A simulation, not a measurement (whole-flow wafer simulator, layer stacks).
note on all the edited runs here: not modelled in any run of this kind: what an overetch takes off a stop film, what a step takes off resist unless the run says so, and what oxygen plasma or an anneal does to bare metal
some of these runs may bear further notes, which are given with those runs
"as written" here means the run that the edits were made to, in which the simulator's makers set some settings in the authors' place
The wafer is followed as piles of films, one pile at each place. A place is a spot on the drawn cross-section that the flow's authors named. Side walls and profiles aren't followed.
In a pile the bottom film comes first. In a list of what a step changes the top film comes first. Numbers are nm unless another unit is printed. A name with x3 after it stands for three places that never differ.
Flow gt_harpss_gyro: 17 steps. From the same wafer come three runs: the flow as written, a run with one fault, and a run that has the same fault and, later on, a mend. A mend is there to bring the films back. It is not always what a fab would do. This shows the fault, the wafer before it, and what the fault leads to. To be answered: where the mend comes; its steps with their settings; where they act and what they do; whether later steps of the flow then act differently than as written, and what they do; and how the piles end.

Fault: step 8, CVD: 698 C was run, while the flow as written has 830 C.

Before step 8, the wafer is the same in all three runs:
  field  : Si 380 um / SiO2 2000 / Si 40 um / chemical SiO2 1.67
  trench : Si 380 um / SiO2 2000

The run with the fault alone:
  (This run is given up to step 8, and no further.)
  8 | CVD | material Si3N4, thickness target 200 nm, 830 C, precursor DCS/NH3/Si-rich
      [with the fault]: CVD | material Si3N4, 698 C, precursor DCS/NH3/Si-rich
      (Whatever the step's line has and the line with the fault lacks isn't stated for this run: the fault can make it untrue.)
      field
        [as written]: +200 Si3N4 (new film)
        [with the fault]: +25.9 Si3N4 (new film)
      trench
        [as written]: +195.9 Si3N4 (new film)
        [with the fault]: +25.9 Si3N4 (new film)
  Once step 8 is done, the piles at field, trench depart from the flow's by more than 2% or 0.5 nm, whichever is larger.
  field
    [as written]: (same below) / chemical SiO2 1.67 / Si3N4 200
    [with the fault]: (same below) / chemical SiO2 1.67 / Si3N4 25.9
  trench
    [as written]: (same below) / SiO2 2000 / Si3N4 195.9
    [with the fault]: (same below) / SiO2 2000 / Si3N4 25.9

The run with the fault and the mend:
  The mend stands after step 8.
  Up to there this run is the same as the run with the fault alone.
  8a | ETCH | chemistry h3po4, depth target 30.13 nm
      field, trench
        -25.9 Si3N4 (all of it)
  8b | CLEAN | chemistry SPM (a further turn of the flow's step 1)
      leaves every film unchanged at each place that is followed
  8c | CVD | material Si3N4, thickness target 200 nm, 830 C, precursor DCS/NH3/Si-rich (a further turn of the flow's step 8)
      field
        +200 Si3N4 (new film)
      trench
        +195.9 Si3N4 (new film)
  Later steps of the flow that are run all act as written at every place that is followed.
  At every place that both follow, the piles at the end match the flow's.
